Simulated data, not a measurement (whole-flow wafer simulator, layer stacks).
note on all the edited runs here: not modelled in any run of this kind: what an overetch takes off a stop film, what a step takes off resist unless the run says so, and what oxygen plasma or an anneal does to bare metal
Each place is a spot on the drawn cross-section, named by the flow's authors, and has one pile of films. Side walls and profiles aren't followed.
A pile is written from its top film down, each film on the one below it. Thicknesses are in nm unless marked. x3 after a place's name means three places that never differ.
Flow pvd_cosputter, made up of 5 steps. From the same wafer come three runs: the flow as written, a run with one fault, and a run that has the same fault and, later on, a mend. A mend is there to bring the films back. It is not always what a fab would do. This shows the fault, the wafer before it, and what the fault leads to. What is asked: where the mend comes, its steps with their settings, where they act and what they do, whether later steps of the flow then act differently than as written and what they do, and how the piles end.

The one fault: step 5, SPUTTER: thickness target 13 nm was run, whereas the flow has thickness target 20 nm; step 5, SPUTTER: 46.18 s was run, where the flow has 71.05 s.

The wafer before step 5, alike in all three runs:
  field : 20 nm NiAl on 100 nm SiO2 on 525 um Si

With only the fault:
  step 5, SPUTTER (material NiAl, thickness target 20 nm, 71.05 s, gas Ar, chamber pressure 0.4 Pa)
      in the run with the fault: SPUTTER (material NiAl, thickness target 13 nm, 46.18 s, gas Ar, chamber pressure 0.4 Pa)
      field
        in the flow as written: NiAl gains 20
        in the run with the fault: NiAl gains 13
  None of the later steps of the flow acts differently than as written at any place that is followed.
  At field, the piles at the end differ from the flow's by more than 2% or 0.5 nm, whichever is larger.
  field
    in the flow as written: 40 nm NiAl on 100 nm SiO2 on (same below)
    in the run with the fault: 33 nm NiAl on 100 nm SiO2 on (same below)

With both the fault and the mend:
  After step 5 comes the mend.
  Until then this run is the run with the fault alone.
  step 5a, SPUTTER (material NiAl, thickness target 7 nm, 24.87 s, gas Ar, chamber pressure 0.4 Pa) (the flow's step 5, run once more with other settings)
      field
        NiAl gains 7
  None of the later steps of the flow acts differently than as written at any place that is followed.
  By the end, the piles equal the flow's at every place that both follow.
